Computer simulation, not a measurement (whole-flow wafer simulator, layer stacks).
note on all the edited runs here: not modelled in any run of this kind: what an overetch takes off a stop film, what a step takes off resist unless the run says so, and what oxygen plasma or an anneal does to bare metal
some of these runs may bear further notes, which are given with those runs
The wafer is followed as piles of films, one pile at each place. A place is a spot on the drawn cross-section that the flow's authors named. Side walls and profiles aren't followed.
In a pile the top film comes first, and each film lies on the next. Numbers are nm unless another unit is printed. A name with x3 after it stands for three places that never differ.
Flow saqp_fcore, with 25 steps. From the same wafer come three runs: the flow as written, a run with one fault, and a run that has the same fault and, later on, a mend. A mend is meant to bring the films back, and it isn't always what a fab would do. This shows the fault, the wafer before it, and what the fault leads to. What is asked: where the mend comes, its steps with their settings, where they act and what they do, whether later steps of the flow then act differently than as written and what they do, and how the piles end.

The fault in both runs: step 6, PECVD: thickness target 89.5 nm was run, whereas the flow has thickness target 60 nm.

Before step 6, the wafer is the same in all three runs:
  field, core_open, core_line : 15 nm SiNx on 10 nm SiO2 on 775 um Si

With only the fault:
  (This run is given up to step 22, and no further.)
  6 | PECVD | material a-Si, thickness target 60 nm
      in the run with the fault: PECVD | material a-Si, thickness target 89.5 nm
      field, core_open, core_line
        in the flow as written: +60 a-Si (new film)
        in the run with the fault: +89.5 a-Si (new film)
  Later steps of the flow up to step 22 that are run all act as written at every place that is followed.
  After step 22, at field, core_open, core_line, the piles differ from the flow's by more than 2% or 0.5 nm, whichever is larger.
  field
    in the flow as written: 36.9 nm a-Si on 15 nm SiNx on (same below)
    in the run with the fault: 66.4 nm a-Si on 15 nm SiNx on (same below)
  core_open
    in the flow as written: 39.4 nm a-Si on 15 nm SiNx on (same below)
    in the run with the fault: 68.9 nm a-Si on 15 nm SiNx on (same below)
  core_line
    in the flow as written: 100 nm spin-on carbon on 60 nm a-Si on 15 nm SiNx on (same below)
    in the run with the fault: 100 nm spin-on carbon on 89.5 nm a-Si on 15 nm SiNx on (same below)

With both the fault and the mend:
  The mend stands after step 7.
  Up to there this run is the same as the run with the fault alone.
  7a | ETCH | chemistry tmah, depth target 102.9 nm
      field, core_open, core_line
        -89.5 a-Si (all of it)
  7b | PECVD | material a-Si, thickness target 60 nm (a further turn of the flow's step 6)
      field, core_open, core_line
        +60 a-Si (new film)
  Later steps of the flow that are run all act as written at every place that is followed.
  By the end, the piles equal the flow's at every place that both follow.
